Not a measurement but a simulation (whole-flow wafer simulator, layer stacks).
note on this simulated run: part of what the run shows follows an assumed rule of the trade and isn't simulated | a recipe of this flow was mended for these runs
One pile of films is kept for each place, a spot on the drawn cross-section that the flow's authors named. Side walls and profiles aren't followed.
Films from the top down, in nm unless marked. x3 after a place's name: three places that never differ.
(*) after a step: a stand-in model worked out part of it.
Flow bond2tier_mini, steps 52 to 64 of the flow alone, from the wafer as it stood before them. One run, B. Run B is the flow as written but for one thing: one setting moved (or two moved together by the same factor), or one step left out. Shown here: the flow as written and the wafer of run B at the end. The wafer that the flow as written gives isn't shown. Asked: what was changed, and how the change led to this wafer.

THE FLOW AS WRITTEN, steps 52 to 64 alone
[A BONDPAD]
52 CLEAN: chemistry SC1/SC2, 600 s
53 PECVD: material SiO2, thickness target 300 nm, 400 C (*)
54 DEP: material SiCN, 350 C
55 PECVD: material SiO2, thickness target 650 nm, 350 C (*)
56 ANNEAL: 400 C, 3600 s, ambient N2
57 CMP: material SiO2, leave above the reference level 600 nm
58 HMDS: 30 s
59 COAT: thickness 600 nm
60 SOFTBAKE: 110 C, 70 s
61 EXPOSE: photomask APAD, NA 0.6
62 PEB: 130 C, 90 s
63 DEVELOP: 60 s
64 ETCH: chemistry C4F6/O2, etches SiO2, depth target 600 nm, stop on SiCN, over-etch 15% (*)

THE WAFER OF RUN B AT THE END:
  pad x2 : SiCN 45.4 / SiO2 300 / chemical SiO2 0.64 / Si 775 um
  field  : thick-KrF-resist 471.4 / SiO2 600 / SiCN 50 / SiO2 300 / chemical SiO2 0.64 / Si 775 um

The cause: step 64, ETCH: depth target 545.6 nm was run, where the flow has depth target 600 nm.

How the change led to this, step by step:
  64 ETCH: chemistry C4F6/O2, etches SiO2, depth target 600 nm, stop on SiCN, over-etch 15% (*)
      pad x2: SiO2 -600 (all of it), SiCN -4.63 (as written it would be: SiO2 -600 (all of it), SiCN -15.2)
      field: thick-KrF-resist -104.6 (as written it would be: thick-KrF-resist -115)
